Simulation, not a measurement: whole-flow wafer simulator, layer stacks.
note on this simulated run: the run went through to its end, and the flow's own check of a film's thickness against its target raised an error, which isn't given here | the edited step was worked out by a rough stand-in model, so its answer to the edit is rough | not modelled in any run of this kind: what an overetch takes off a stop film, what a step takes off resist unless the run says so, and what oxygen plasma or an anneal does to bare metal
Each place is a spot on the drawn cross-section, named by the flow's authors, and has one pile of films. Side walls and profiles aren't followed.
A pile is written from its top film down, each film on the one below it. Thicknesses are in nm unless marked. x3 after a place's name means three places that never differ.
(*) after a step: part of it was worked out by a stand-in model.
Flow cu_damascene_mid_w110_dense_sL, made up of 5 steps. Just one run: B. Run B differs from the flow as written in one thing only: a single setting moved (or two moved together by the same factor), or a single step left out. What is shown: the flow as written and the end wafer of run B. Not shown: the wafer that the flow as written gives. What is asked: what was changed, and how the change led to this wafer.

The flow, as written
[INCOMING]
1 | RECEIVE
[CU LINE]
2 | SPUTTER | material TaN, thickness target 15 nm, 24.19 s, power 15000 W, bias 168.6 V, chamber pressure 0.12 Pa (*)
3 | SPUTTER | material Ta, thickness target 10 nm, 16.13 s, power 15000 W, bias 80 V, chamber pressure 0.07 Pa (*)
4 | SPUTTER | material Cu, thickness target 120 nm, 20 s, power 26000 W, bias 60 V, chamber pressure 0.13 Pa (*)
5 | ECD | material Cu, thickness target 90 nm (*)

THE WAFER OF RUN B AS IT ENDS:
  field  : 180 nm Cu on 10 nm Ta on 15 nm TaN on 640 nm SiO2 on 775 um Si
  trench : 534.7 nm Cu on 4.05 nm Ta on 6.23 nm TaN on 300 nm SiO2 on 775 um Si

What caused this: step 4, SPUTTER: thickness target 90 nm was run, though the flow has thickness target 120 nm; step 4, SPUTTER: 15 s was run, where the flow has 20 s.

The path from the change to this, step by step:
  4 | SPUTTER | material Cu, thickness target 120 nm, 20 s, power 26000 W, bias 60 V, chamber pressure 0.13 Pa (*)
      field: Cu gains 90 (new film) (in the flow as written it would be: Cu gains 120 (new film))
      trench: Cu gains 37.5 (new film) (in the flow as written it would be: Cu gains 49.9 (new film))
  5 | ECD | material Cu, thickness target 90 nm (*)
      trench: Cu gains 497.3 (in the flow as written it would be: Cu gains 514.8)
